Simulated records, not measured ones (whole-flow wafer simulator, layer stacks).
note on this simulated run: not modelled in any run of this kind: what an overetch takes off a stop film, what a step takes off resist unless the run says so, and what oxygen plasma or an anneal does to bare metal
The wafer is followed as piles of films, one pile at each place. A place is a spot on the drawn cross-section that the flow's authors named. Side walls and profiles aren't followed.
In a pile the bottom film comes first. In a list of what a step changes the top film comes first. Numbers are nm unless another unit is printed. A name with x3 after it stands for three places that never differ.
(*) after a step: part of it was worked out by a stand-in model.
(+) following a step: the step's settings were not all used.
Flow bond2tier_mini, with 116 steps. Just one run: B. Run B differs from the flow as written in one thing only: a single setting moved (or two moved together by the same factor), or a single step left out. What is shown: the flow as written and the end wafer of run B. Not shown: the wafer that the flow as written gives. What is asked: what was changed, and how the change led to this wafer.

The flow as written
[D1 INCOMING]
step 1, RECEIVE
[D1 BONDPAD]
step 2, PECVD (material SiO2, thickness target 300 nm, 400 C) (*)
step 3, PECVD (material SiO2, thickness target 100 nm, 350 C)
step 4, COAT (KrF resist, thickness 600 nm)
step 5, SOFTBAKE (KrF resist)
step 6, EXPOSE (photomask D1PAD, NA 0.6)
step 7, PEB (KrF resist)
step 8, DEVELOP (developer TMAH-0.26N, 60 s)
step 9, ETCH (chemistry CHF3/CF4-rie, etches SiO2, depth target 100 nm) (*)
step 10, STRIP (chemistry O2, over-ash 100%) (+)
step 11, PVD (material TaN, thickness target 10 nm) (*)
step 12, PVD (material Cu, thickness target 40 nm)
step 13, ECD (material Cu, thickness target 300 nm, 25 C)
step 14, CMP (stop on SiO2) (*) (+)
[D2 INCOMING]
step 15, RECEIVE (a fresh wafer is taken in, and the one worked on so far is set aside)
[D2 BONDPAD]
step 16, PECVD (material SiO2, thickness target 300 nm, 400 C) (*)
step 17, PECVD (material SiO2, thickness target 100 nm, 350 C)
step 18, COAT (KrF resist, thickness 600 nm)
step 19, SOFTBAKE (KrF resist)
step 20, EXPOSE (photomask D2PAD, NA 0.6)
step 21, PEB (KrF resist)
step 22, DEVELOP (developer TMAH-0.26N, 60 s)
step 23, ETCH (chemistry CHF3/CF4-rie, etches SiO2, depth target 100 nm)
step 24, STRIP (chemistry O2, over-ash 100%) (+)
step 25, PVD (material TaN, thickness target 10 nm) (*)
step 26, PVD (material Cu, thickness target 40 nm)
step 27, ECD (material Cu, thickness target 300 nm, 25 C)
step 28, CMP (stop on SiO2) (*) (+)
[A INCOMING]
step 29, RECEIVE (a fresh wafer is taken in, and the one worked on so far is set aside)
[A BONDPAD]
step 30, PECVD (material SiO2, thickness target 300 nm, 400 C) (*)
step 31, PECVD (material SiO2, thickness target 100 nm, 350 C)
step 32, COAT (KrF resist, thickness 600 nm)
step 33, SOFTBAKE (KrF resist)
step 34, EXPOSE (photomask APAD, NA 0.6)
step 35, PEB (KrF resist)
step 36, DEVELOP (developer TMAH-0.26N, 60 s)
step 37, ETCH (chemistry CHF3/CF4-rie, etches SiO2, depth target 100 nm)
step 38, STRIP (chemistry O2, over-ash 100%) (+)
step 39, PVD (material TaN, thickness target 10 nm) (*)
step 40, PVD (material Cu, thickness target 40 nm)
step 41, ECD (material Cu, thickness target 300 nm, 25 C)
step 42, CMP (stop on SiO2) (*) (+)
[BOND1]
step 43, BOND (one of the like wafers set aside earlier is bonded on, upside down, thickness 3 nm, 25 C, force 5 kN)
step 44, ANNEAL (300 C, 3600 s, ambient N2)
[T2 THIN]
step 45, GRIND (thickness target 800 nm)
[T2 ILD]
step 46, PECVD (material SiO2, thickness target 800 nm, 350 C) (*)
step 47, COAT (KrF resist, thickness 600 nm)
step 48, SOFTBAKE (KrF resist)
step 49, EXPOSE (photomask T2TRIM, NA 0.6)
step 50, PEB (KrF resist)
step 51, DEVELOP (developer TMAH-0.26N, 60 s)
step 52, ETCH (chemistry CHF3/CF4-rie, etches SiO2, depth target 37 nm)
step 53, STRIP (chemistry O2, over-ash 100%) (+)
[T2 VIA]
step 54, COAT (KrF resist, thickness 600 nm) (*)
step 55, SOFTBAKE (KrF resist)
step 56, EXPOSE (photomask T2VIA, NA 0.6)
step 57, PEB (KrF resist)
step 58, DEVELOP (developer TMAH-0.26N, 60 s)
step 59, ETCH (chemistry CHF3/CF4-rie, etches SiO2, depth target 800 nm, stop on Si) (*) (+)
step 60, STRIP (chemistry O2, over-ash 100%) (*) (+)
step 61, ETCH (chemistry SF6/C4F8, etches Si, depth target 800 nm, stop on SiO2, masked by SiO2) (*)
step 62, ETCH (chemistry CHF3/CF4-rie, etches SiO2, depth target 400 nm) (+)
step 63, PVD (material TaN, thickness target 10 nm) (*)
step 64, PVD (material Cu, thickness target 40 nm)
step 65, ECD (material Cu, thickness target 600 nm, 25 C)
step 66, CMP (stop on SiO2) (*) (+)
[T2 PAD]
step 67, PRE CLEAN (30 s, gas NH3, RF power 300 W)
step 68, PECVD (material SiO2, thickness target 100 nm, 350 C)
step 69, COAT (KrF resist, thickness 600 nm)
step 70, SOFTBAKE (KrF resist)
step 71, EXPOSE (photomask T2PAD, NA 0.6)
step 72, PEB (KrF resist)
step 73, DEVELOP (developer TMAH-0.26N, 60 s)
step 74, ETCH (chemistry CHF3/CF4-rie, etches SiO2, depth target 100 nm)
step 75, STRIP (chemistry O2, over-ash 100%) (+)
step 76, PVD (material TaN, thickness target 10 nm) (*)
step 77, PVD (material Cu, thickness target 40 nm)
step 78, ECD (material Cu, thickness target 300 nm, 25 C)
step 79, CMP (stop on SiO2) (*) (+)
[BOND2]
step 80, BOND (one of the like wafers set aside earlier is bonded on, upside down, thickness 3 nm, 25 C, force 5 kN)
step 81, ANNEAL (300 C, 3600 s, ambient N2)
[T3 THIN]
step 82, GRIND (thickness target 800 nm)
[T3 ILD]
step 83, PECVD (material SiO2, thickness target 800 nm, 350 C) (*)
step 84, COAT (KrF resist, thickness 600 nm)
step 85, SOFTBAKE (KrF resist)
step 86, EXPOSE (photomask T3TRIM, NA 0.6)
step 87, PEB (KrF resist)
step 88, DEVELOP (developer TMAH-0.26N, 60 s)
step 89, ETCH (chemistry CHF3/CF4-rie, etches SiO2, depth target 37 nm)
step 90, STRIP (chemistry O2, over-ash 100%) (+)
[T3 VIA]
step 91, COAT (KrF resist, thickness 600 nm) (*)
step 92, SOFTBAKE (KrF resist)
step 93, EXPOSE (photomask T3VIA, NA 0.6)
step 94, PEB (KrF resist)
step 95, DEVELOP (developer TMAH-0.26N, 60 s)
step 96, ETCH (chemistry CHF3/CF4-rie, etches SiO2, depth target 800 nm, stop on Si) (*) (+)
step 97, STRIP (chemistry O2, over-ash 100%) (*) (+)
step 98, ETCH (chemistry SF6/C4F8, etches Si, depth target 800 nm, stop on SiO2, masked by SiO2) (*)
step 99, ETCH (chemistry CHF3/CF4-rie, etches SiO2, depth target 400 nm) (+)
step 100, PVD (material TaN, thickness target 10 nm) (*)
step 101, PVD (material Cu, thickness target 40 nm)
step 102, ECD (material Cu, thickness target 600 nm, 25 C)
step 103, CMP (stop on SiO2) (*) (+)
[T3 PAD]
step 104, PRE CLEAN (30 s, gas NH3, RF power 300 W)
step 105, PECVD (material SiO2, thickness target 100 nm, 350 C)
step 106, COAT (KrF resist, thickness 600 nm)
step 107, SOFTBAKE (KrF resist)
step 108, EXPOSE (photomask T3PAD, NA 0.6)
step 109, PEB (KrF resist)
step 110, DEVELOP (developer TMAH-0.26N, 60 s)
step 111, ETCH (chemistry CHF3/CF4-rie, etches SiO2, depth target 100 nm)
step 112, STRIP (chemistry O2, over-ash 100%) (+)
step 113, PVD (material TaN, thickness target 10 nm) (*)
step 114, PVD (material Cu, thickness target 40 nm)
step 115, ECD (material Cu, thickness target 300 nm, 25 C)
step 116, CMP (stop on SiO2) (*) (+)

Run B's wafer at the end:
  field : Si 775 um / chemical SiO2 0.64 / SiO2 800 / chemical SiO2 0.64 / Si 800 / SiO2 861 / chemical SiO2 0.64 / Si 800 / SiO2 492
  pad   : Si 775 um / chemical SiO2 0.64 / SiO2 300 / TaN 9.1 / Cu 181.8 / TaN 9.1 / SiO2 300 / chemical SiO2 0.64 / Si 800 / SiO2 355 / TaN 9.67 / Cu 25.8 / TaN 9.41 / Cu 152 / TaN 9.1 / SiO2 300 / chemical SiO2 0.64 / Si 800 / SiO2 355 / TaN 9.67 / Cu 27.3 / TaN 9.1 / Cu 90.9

Cause: step 68, PECVD: thickness target 69 nm was run, while the flow as written has thickness target 100 nm.

The path from the change to this, step by step:
  step 68, PECVD (material SiO2, thickness target 100 nm, 350 C)
      field: SiO2 gains 69 (in the flow as written it would be: SiO2 gains 100)
      pad: SiO2 gains 69 (new film) (in the flow as written it would be: SiO2 gains 100 (new film))
  step 74, ETCH (chemistry CHF3/CF4-rie, etches SiO2, depth target 100 nm)
      pad: SiO2 loses 69 (all of it), Cu loses 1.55 (in the flow as written it would be: SiO2 loses 100 (all of it))
  step 77, PVD (material Cu, thickness target 40 nm)
      pad: Cu gains 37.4 (new film) (in the flow as written it would be: Cu gains 36.4 (new film))
  step 78, ECD (material Cu, thickness target 300 nm, 25 C)
      pad: Cu gains 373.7 (in the flow as written it would be: Cu gains 404.5)
